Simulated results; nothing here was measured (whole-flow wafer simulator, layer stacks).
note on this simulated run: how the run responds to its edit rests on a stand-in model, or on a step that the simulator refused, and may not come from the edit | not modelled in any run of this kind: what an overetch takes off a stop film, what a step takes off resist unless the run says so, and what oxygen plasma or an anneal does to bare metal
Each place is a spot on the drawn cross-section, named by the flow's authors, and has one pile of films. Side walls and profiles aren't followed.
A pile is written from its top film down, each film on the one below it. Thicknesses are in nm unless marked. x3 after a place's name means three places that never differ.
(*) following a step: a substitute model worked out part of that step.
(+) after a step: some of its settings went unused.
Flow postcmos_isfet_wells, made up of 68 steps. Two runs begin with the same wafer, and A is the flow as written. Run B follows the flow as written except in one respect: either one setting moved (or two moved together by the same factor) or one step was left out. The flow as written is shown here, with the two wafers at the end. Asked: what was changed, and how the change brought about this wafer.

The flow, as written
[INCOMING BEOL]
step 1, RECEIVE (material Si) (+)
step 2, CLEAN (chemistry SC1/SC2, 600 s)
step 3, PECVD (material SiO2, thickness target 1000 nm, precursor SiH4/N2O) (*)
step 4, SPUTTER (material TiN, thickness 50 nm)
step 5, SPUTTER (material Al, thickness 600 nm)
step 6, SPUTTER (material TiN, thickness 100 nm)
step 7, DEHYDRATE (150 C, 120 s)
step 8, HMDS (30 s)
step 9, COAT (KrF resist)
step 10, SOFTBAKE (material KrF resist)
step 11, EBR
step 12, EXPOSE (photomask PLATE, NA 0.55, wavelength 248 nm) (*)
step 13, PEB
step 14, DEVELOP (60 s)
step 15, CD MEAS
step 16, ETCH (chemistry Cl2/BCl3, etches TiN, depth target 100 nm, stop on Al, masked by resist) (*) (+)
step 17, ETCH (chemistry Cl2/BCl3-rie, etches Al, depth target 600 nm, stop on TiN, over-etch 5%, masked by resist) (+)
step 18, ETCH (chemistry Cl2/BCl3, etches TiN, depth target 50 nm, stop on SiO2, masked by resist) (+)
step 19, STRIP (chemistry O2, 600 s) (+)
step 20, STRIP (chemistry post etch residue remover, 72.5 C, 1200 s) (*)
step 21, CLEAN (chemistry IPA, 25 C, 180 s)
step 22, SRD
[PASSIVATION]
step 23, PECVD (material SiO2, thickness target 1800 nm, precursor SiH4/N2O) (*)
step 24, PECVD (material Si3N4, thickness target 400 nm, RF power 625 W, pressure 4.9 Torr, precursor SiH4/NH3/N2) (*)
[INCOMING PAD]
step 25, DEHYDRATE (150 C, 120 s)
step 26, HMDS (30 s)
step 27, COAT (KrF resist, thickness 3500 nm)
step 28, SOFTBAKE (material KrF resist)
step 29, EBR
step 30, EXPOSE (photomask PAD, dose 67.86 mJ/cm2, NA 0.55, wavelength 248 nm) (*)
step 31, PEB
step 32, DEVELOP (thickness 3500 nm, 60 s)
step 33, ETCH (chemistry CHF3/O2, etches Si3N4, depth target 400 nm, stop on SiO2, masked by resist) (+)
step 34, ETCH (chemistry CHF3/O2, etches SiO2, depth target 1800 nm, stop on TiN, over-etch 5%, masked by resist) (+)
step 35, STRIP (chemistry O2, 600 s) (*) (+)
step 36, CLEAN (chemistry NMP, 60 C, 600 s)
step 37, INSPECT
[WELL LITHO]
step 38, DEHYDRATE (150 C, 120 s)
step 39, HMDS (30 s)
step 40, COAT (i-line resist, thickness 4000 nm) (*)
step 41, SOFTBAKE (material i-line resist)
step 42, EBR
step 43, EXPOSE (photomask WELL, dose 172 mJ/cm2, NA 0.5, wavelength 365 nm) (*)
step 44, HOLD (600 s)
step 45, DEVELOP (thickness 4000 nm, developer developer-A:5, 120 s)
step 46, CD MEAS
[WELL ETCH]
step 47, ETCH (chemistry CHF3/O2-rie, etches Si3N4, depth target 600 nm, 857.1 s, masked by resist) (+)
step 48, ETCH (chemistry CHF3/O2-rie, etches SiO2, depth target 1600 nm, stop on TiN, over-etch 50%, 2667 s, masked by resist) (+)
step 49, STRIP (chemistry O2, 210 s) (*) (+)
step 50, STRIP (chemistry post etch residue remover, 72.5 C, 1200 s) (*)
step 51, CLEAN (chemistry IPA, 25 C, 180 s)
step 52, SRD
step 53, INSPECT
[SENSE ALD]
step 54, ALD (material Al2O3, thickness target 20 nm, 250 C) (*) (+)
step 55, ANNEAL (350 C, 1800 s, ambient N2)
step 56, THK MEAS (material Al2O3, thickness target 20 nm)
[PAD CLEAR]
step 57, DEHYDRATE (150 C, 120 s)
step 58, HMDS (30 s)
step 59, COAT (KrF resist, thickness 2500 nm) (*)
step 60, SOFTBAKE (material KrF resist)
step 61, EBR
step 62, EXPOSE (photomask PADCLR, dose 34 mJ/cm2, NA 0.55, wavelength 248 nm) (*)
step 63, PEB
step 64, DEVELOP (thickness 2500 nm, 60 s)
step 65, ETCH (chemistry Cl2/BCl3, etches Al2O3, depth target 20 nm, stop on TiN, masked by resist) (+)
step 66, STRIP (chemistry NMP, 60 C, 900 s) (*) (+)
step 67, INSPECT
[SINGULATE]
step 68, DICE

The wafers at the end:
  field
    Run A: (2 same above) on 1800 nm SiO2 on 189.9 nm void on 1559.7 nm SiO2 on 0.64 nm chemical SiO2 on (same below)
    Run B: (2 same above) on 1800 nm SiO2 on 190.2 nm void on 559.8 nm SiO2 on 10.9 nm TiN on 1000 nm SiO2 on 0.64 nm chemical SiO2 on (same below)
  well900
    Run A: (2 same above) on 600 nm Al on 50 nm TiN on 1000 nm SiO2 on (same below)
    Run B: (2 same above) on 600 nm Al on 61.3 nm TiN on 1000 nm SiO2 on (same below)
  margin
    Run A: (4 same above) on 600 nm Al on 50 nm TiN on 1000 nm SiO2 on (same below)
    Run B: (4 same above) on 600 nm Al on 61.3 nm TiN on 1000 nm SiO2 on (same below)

What caused this: step 4, SPUTTER: thickness 61.3 nm was run, though the flow has thickness 50 nm.
The wafer itself shows it: well900 has TiN 61.3, and step 4 as written asks for 50 nm.

The path from the change to this, step by step:
  step 4, SPUTTER (material TiN, thickness 50 nm)
      field, margin, well900, well1300 x3, pad_rim, pad_clr, pad_open: A +50 TiN (new film) | B +61.3 TiN (new film)
  step 18, ETCH (chemistry Cl2/BCl3, etches TiN, depth target 50 nm, stop on SiO2, masked by resist) (+)
      field: A -50 TiN (all of it) | B -50 TiN
  step 23, PECVD (material SiO2, thickness target 1800 nm, precursor SiH4/N2O) (*)
      field: A +1800 SiO2 (new film), +189.9 void (new film), +559.7 SiO2 | B +1800 SiO2 (new film), +190.2 void (new film), +559.8 SiO2 (new film)
Taking metal films that touch as one body, field has 1 body; the flow as written gives 0 bodies.
